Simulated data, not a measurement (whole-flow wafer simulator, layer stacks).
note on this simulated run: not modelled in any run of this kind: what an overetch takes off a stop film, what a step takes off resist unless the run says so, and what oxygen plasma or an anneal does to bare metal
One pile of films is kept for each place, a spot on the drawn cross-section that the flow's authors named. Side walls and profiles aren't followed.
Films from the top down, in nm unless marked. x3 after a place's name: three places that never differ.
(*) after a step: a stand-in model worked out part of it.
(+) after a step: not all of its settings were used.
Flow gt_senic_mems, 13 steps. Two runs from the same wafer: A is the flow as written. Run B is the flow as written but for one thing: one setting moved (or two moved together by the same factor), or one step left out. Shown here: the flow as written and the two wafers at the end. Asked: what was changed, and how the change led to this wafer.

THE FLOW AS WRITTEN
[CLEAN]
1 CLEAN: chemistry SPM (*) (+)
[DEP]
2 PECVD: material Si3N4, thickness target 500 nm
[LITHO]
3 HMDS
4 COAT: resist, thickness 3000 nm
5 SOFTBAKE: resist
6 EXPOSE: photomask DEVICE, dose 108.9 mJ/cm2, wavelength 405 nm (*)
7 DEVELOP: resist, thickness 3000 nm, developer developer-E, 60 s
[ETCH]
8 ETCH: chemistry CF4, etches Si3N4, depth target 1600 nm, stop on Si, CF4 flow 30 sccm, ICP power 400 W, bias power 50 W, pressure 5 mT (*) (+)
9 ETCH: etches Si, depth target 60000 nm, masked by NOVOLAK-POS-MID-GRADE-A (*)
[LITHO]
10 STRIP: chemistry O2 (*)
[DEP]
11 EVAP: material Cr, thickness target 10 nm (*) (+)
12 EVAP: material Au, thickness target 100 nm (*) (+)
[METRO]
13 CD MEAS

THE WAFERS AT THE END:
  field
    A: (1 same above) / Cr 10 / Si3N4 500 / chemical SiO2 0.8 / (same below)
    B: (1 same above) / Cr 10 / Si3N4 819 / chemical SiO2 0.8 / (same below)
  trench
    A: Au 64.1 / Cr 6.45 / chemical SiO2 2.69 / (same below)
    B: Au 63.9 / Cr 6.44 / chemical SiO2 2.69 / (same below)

The cause: step 2, PECVD: thickness target 819 nm was run, where the flow has thickness target 500 nm.
It can be read off the wafer: field has Si3N4 819, and step 2 as written asks for 500 nm.

How the change led to this, step by step:
  2 PECVD: material Si3N4, thickness target 500 nm
      field, trench: A Si3N4 +500 (new film) | B Si3N4 +819 (new film)
  8 ETCH: chemistry CF4, etches Si3N4, depth target 1600 nm, stop on Si, CF4 flow 30 sccm, ICP power 400 W, bias power 50 W, pressure 5 mT (*) (+)
      field: A resist -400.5 | B resist -613.2
      trench: A Si3N4 -500 (all of it), chemical SiO2 -0.8 (all of it) | B Si3N4 -819 (all of it), chemical SiO2 -0.8 (all of it)
  10 STRIP: chemistry O2 (*)
      field: A resist -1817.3 (all of it) | B resist -1604.6 (all of it)
